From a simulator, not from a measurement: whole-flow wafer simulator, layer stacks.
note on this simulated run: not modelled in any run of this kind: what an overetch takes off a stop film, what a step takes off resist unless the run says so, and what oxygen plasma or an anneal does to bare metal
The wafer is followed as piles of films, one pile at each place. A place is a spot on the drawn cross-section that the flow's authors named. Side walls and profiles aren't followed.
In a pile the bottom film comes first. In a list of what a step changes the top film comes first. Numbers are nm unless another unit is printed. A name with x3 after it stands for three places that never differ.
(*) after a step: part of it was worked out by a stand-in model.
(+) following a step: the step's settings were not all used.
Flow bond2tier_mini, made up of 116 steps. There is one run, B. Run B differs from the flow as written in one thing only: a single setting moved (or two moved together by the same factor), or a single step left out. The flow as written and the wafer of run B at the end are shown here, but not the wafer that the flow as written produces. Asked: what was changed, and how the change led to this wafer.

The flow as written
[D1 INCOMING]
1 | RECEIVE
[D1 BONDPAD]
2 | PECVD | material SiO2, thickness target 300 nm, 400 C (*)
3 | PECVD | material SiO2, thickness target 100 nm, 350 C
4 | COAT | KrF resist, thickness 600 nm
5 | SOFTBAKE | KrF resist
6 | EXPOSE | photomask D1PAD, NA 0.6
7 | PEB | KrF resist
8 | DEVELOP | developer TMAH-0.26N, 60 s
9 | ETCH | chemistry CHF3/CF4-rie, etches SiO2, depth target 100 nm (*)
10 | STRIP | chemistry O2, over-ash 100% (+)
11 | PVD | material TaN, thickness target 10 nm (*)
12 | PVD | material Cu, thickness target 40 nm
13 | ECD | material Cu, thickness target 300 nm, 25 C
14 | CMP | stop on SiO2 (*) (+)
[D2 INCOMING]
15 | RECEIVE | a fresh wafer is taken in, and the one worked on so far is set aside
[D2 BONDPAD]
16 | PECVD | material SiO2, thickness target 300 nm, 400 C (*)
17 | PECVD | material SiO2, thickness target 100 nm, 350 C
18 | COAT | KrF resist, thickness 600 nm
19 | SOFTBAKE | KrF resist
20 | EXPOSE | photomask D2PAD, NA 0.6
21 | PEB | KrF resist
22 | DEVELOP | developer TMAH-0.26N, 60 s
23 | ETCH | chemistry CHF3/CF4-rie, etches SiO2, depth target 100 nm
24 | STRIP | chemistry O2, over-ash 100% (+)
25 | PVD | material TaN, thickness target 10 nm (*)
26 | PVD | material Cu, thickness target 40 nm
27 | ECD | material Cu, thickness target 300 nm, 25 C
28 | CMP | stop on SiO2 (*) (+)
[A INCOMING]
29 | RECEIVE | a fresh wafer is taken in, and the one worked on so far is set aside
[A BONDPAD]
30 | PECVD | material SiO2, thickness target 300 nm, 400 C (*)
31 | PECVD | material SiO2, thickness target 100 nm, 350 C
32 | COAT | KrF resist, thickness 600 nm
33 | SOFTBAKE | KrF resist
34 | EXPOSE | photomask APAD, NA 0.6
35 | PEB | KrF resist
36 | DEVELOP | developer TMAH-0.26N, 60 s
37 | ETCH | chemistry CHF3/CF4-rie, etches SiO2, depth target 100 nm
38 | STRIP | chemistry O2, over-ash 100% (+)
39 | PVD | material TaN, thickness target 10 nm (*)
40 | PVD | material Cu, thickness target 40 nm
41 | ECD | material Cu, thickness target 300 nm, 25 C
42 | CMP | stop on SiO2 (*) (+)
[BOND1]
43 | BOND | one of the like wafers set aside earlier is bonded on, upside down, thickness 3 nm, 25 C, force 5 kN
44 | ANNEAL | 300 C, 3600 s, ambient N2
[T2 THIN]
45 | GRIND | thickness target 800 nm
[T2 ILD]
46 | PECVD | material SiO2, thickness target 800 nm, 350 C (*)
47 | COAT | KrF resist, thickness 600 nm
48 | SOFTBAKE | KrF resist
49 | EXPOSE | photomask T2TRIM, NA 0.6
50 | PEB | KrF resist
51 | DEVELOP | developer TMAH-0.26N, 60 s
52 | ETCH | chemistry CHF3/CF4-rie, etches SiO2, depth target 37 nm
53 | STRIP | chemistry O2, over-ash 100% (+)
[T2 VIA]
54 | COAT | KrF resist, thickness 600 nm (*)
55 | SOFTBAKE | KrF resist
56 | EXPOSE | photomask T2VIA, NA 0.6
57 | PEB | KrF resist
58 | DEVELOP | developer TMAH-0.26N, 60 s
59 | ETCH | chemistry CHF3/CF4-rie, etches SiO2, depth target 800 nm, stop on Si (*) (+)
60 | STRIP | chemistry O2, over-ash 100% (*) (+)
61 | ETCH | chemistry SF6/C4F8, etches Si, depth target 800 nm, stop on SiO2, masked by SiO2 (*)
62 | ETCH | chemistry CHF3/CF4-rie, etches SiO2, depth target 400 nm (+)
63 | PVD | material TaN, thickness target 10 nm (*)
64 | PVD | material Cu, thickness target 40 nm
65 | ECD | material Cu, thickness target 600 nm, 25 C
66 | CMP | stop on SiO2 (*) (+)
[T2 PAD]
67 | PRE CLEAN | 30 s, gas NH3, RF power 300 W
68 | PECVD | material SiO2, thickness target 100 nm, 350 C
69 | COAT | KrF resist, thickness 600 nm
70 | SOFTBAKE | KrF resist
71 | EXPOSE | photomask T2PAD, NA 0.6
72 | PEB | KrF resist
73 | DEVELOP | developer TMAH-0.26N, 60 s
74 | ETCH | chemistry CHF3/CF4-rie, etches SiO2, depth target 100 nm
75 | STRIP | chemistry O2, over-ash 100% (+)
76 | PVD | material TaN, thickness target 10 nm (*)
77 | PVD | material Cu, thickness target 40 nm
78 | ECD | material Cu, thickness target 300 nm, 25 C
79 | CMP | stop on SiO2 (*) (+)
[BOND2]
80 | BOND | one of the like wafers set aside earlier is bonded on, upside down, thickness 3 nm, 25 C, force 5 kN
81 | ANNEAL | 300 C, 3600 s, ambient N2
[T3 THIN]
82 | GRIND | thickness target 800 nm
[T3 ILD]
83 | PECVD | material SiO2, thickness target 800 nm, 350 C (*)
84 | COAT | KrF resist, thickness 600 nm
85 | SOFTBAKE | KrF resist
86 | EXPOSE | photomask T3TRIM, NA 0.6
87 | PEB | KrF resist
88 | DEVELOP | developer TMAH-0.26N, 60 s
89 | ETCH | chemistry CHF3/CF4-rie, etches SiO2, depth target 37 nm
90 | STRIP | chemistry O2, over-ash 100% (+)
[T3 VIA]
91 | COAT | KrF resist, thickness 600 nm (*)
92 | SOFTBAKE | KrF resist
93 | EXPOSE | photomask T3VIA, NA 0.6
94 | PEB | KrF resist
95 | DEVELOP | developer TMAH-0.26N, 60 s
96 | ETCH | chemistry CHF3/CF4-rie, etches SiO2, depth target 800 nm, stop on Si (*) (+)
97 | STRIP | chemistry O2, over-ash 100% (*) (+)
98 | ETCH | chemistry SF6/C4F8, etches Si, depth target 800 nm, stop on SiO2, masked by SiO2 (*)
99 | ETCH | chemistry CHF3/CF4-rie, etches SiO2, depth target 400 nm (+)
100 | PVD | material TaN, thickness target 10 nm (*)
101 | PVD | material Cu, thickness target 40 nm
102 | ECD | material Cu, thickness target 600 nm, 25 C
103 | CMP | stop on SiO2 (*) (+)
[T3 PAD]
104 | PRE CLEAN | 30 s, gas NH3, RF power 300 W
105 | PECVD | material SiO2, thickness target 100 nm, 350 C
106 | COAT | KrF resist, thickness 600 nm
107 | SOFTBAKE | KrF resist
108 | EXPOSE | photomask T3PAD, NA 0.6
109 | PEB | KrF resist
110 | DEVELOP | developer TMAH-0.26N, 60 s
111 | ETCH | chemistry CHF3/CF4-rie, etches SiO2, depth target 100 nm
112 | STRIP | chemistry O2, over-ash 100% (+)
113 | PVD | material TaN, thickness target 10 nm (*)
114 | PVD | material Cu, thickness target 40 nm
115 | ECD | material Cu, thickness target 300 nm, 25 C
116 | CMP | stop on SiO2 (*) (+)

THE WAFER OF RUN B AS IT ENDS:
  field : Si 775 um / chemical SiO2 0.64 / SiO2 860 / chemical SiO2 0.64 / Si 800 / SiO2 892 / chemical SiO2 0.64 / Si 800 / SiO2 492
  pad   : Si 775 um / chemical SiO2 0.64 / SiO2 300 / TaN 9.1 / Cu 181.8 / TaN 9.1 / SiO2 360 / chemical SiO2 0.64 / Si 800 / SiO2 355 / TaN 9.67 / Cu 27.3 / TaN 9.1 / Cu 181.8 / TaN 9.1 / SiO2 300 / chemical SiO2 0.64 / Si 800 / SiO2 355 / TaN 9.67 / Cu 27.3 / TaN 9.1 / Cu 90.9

The reason: step 3, PECVD: thickness target 160 nm was run, while the flow as written has thickness target 100 nm.

The path from the change to this, step by step:
  3 | PECVD | material SiO2, thickness target 100 nm, 350 C
      field, pad, via: +160 SiO2 (it would be, as written: +100 SiO2)
  43 | BOND | one of the like wafers set aside earlier is bonded on, upside down, thickness 3 nm, 25 C, force 5 kN
      field: +775 um Si (new film), +0.64 chemical SiO2 (new film), +460 SiO2 (it would be, as written: +775 um Si (new film), +0.64 chemical SiO2 (new film), +400 SiO2)
      pad: +775 um Si (new film), +0.64 chemical SiO2 (new film), +360 SiO2 (new film), +9.1 TaN (new film), +90.9 Cu (it would be, as written: +775 um Si (new film), +0.64 chemical SiO2 (new film), +300 SiO2 (new film), +9.1 TaN (new film), +90.9 Cu)
      (as well as at 1 more place)
